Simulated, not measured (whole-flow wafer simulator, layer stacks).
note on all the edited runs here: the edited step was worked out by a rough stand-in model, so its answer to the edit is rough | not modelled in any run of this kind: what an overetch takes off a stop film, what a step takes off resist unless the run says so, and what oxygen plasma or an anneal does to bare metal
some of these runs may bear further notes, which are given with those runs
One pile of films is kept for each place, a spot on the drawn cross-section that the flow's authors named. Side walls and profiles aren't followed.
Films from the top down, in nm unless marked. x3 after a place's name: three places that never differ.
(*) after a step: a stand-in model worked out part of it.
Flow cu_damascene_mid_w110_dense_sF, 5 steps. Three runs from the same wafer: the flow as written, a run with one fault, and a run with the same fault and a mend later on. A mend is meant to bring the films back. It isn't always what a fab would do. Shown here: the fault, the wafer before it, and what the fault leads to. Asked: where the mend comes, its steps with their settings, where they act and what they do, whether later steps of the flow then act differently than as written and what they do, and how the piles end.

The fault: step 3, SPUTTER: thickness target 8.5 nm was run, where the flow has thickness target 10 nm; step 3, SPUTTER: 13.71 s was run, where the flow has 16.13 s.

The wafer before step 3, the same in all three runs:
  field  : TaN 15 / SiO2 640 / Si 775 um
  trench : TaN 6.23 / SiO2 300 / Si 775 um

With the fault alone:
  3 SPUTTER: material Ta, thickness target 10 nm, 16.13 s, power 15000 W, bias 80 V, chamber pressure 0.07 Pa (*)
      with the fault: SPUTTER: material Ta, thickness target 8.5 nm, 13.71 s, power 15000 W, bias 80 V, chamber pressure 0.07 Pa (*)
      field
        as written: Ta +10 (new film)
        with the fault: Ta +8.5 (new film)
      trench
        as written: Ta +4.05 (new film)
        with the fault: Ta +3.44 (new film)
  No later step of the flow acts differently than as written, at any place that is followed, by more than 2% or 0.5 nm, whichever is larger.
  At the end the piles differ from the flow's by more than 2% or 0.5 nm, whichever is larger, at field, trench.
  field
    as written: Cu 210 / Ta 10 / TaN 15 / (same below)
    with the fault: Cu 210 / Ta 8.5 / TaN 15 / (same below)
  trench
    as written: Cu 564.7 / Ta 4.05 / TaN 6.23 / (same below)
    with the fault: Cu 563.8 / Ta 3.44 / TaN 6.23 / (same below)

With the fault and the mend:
  The mend comes after step 3.
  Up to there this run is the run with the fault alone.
  3a SPUTTER: material Ta, thickness target 1.5 nm, 2.42 s, power 15000 W, bias 80 V, chamber pressure 0.07 Pa (*) (the flow's step 3 once more, with other settings)
      field
        Ta +1.5
      trench
        Ta +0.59
  No later step of the flow acts differently than as written at any place that is followed.
  At the end the piles differ from the flow's only slightly at the places that both follow, by at most 2% or 0.5 nm, whichever is larger.
